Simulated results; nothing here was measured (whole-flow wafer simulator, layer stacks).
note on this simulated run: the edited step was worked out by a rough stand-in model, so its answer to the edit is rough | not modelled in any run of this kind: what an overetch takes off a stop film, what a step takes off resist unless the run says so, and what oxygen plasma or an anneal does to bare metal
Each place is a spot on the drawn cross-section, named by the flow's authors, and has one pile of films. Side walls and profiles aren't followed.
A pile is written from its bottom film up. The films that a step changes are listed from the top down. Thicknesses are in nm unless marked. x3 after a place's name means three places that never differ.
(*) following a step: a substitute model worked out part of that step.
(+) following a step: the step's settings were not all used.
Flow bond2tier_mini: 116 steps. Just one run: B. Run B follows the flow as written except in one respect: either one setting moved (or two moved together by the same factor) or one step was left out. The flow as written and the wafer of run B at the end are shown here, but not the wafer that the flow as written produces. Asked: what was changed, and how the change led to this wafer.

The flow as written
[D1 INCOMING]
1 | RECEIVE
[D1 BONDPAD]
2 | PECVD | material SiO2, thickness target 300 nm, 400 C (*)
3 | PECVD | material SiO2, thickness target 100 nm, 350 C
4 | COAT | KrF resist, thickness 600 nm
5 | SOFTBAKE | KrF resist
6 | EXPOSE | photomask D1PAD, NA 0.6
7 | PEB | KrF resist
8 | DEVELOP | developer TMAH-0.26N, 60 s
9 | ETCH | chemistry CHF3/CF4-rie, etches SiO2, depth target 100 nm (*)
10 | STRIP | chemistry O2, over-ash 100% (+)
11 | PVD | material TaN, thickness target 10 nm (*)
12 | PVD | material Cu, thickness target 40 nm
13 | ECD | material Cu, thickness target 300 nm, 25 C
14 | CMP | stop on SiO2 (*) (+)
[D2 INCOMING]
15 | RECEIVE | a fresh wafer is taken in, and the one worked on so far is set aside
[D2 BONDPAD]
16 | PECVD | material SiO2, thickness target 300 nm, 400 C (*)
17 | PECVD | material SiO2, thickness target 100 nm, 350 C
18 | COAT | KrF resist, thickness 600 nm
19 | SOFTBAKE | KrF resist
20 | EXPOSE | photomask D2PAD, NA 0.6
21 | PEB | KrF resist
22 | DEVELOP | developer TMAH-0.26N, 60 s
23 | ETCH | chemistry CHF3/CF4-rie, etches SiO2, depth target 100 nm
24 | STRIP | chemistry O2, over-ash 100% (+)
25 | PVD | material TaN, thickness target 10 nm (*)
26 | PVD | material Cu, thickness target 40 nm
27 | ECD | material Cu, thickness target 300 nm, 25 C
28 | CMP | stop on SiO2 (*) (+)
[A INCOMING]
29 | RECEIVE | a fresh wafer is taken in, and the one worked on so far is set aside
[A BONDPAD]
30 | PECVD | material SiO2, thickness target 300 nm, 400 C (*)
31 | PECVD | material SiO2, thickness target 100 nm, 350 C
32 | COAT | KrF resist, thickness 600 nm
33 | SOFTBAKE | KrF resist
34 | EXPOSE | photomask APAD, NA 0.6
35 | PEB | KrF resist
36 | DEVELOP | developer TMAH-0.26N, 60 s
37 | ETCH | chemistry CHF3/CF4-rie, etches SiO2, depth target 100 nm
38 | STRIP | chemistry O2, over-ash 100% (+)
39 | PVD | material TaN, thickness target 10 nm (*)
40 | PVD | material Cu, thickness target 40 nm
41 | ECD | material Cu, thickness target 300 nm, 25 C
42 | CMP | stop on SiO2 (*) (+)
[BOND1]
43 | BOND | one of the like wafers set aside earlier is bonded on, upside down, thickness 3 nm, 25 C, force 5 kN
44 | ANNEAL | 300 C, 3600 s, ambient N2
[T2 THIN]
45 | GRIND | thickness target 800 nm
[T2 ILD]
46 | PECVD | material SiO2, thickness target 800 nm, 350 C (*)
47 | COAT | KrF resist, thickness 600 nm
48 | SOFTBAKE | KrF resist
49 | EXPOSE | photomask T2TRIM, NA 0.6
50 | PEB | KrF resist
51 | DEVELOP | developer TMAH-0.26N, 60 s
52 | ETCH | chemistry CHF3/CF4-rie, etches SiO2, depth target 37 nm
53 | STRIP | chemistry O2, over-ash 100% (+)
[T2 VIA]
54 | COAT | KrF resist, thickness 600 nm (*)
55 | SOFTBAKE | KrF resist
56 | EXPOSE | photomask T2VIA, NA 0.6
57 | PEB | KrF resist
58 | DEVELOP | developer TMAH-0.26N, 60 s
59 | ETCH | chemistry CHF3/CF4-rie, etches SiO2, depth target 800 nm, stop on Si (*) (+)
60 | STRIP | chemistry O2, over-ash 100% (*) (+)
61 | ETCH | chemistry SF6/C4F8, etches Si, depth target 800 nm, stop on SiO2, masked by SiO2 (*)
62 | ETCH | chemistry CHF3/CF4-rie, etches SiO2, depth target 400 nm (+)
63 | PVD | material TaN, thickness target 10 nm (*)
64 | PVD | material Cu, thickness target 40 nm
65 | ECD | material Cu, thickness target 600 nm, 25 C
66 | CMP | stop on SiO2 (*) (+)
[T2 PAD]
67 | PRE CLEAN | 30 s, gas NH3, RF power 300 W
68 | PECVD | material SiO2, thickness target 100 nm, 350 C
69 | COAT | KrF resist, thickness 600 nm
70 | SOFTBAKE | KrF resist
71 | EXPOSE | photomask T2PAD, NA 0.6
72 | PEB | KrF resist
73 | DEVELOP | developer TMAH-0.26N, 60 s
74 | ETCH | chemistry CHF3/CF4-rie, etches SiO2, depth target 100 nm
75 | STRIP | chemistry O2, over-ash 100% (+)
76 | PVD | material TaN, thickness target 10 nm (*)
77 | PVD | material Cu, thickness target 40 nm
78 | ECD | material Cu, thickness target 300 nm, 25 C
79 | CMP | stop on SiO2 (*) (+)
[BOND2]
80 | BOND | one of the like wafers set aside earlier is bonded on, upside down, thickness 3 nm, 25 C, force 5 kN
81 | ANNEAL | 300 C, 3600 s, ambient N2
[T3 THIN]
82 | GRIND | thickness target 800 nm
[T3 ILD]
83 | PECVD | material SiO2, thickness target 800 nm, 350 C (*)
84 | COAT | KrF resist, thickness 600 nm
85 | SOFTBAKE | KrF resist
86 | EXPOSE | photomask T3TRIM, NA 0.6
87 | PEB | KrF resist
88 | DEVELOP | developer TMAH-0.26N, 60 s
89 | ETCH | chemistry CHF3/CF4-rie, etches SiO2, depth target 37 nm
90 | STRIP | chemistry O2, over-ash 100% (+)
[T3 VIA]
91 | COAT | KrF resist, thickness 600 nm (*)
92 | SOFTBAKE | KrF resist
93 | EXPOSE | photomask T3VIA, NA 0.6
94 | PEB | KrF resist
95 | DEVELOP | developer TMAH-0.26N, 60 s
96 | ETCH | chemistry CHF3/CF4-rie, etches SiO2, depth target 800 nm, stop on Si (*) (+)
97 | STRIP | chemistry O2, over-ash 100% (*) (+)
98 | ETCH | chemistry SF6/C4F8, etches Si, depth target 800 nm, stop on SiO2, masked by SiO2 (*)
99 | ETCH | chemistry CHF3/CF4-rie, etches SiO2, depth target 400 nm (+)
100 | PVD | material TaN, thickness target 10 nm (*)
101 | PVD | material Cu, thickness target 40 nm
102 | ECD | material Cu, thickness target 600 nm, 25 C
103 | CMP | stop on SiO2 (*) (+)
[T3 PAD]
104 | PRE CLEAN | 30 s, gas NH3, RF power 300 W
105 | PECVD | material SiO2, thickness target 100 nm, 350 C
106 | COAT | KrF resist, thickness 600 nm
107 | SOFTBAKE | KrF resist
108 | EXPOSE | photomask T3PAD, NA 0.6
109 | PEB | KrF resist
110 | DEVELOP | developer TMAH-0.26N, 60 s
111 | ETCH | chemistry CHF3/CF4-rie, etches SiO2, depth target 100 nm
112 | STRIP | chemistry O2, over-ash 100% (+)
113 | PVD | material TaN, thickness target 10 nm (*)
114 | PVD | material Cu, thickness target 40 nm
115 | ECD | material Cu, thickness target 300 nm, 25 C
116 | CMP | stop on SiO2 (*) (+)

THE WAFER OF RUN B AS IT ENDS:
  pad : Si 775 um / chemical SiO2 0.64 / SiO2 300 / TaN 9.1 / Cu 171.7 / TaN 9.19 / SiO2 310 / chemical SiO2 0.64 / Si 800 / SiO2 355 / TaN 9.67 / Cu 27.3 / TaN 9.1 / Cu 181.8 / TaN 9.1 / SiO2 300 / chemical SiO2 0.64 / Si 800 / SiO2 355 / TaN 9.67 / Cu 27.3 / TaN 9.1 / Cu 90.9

Cause: step 9, ETCH: depth target 90 nm was run, whereas the flow has depth target 100 nm.

Step by step, how the change led to this:
  9 | ETCH | chemistry CHF3/CF4-rie, etches SiO2, depth target 100 nm (*)
      pad, via: -90 SiO2 (as written it would have been: -100 SiO2)
      field: -30 KrF resist (as written it would have been: -33.3 KrF resist)
  13 | ECD | material Cu, thickness target 300 nm, 25 C
      pad: +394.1 Cu (as written it would have been: +404.5 Cu)
      via: +390.1 Cu (as written it would have been: +400.2 Cu)
  43 | BOND | one of the like wafers set aside earlier is bonded on, upside down, thickness 3 nm, 25 C, force 5 kN
      pad: +775 um Si (new film), +0.64 chemical SiO2 (new film), +310 SiO2 (new film), +9.19 TaN (new film), +80.8 Cu (as written it would have been: +775 um Si (new film), +0.64 chemical SiO2 (new film), +300 SiO2 (new film), +9.1 TaN (new film), +90.9 Cu)
      via: +775 um Si (new film), +0.64 chemical SiO2 (new film), +310 SiO2 (new film), +9.98 TaN (new film), +80 Cu (as written it would have been: +775 um Si (new film), +0.64 chemical SiO2 (new film), +300 SiO2 (new film), +9.97 TaN (new film), +90 Cu)
